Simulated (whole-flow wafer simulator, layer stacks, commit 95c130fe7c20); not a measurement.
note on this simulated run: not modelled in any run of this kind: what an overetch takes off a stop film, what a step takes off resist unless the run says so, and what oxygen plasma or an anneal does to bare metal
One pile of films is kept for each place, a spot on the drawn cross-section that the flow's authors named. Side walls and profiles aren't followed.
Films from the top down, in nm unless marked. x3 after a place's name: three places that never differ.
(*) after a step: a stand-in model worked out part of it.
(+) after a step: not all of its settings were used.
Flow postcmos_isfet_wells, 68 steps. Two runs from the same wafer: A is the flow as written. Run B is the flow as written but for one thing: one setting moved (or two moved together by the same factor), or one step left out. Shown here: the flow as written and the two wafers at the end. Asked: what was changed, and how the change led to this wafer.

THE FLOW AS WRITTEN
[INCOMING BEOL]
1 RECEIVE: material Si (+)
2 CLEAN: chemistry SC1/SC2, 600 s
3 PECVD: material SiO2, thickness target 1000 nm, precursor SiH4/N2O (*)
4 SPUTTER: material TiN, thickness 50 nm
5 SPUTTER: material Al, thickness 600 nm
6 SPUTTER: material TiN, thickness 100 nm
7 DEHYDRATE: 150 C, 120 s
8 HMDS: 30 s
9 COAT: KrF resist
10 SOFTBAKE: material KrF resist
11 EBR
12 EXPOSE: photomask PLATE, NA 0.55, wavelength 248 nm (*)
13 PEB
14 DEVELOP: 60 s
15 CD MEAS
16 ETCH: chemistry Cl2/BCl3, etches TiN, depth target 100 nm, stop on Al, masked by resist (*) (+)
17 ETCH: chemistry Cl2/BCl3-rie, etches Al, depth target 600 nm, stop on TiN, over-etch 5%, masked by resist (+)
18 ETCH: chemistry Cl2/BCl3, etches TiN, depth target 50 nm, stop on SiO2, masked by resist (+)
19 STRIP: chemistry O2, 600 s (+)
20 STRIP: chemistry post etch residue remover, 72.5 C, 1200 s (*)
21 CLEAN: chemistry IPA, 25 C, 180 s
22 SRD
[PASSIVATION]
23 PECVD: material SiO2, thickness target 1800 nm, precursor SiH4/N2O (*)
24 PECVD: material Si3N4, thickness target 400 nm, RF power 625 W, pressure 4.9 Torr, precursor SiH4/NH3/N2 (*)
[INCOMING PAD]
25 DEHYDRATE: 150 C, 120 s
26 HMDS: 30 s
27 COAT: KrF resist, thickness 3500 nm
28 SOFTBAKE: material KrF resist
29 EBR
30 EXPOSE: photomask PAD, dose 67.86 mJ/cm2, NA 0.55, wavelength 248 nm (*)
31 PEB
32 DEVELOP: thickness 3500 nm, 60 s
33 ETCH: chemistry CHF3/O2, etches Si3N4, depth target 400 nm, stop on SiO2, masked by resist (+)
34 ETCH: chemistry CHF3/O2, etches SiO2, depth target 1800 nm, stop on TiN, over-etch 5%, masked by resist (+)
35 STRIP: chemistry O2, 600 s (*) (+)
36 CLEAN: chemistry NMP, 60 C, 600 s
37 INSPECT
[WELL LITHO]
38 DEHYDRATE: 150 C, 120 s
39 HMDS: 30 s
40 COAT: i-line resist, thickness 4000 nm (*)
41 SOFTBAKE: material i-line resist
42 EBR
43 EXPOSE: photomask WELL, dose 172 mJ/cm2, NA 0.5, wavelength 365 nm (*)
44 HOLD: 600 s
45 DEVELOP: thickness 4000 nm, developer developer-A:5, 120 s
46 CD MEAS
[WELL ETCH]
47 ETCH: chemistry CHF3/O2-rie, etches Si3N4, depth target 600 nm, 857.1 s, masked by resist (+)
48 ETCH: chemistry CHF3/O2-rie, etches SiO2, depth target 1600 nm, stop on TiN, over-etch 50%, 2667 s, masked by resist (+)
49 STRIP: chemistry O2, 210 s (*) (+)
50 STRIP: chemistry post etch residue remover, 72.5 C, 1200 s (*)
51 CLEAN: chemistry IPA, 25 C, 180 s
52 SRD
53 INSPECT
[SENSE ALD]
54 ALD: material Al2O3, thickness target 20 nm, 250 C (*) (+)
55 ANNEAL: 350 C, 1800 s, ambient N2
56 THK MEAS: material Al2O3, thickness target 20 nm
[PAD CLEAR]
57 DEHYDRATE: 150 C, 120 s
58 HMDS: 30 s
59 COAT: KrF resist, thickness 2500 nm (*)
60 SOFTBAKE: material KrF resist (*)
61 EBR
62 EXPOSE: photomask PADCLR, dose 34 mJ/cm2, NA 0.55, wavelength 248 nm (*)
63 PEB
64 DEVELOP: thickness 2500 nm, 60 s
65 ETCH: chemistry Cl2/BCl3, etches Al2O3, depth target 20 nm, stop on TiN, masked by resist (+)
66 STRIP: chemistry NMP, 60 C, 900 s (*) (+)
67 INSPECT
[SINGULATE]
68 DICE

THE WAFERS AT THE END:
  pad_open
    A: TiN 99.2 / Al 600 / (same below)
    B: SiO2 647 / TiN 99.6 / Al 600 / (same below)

The cause: step 34, ETCH: depth target 1153 nm was run, where the flow has depth target 1800 nm.

How the change led to this, step by step:
  34 ETCH: chemistry CHF3/O2, etches SiO2, depth target 1800 nm, stop on TiN, over-etch 5%, masked by resist (+)
      pad_open: A SiO2 -1800 (all of it) | B SiO2 -1153
      field, margin, well900, well1300, well2000, well3000, pad_rim, pad_clr: A KrF resist -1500 | B KrF resist -960.8
  35 STRIP: chemistry O2, 600 s (*) (+)
      field, margin, well900, well1300, well2000, well3000, pad_rim, pad_clr: A KrF resist -1638.4 (all of it) | B KrF resist -2177.6 (all of it)
  40 COAT: i-line resist, thickness 4000 nm (*)
      pad_clr: A i-line resist +3256.8 (new film) | B i-line resist +3462.5 (new film)
      pad_open: A i-line resist +4804.7 (new film) | B i-line resist +4571.4 (new film)
  41 SOFTBAKE: material i-line resist
      pad_clr: A i-line resist -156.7 | B i-line resist -95.7
      pad_open: A i-line resist +115.3 | B i-line resist +85
  49 STRIP: chemistry O2, 210 s (*) (+)
      pad_clr: A i-line resist -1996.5 (all of it) | B i-line resist -2263.1 (all of it)
      pad_open: A i-line resist -3816.3 (all of it) | B i-line resist -3552.8 (all of it)
  59 COAT: KrF resist, thickness 2500 nm (*)
      pad_rim: A KrF resist +1976.4 (new film) | B KrF resist +2127.1 (new film)
      pad_clr: A KrF resist +1691.6 (new film) | B KrF resist +1914.8 (new film)
      (and at 1 more place)
  60 SOFTBAKE: material KrF resist (*)
      pad_rim: A nothing | B KrF resist -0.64
      pad_clr: A KrF resist -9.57 | B KrF resist -7.42
  64 DEVELOP: thickness 2500 nm, 60 s
      pad_clr: A KrF resist -1682 (all of it) | B KrF resist -1907.4 (all of it)
      pad_open: A KrF resist -3067.2 (all of it) | B KrF resist -2900.9 (all of it)
  66 STRIP: chemistry NMP, 60 C, 900 s (*) (+)
      pad_rim: A KrF resist -1937.7 (all of it) | B KrF resist -2087.7 (all of it)
